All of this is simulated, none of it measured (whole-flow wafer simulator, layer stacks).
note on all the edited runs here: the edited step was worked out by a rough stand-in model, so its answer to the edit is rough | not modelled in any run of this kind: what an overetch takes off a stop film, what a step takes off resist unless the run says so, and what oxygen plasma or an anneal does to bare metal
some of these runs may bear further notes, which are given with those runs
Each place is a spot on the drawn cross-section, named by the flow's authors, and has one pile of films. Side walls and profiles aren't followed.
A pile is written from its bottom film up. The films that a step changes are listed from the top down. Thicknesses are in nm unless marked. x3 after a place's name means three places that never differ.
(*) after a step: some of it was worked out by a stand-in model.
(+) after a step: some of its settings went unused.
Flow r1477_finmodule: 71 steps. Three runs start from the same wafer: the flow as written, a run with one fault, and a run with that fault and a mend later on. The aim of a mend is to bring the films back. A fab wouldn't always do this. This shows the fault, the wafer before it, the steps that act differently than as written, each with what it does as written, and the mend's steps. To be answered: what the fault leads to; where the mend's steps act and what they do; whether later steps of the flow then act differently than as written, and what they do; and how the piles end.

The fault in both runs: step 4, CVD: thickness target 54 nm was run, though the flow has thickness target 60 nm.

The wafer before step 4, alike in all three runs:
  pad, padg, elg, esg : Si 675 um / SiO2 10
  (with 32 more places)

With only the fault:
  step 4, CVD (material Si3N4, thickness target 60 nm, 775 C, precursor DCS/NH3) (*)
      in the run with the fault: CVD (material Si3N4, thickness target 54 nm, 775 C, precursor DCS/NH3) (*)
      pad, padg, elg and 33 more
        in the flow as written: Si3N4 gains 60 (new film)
        in the run with the fault: Si3N4 gains 54 (new film)
  Steps further on in the flow that do not act as written (5 other steps are not shown; they differ only slightly, by no more than 2% or 0.5 nm, whichever is larger):
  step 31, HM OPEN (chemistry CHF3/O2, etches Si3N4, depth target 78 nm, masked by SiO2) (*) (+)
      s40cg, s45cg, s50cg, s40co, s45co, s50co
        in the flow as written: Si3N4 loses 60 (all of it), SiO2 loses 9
        in the run with the fault: Si3N4 loses 54 (all of it), SiO2 loses 10 (all of it)
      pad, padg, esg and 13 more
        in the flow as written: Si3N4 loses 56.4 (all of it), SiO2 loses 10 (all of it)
        in the run with the fault: Si3N4 loses 50.4 (all of it), SiO2 loses 10 (all of it)
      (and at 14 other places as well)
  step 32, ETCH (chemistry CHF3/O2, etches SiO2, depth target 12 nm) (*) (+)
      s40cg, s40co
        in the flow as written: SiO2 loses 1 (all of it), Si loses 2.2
        in the run with the fault: Si loses 2.09
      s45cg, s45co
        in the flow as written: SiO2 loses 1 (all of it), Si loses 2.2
        in the run with the fault: Si loses 2.13
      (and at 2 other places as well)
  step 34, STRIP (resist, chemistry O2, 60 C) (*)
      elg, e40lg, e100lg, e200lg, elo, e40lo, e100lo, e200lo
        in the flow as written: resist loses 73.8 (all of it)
        in the run with the fault: resist loses 76.2 (all of it)
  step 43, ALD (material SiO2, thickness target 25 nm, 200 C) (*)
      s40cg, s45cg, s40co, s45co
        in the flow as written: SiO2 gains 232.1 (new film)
        in the run with the fault: SiO2 gains 227.2 (new film)
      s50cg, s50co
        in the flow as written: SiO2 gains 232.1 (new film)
        in the run with the fault: SiO2 gains 227.3 (new film)
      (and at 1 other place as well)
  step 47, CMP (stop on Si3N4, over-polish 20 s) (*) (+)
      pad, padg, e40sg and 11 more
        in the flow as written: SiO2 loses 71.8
        in the run with the fault: SiO2 loses 77.8
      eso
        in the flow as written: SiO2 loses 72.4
        in the run with the fault: SiO2 loses 78.4
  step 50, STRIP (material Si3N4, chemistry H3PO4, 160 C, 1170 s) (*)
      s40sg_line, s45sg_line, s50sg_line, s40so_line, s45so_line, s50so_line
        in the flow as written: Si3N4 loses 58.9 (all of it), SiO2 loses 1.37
        in the run with the fault: Si3N4 loses 52.9 (all of it), SiO2 loses 1.55
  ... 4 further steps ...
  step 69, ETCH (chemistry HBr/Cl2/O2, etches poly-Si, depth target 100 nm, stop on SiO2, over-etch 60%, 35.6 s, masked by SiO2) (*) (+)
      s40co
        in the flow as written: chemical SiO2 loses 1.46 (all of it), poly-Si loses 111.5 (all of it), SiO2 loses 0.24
        in the run with the fault: chemical SiO2 loses 1.46 (all of it), poly-Si loses 119.5 (all of it), SiO2 loses 0.2
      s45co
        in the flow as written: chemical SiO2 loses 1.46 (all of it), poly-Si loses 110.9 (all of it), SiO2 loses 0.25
        in the run with the fault: chemical SiO2 loses 1.46 (all of it), poly-Si loses 116.9 (all of it), SiO2 loses 0.22
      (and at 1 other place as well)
  At pad, padg, elg and 27 more, the piles at the end differ from the flow's by more than 2% or 0.5 nm, whichever is larger.
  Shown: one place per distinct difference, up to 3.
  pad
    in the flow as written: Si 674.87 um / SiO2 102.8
    in the run with the fault: Si 674.87 um / SiO2 96.8
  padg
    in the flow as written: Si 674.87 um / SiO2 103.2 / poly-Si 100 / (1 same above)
    in the run with the fault: Si 674.87 um / SiO2 97.2 / poly-Si 100 / (1 same above)
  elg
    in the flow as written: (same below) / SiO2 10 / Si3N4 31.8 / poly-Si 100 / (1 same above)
    in the run with the fault: (same below) / SiO2 10 / Si3N4 25.8 / poly-Si 100 / (1 same above)

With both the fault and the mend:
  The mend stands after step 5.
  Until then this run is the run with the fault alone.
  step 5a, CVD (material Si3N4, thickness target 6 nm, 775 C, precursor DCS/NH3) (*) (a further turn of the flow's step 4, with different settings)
      pad, padg, elg and 33 more
        Si3N4 gains 6
  None of the later steps of the flow acts differently than as written at any place that is followed.
  At every place that both follow, the piles at the end match the flow's.
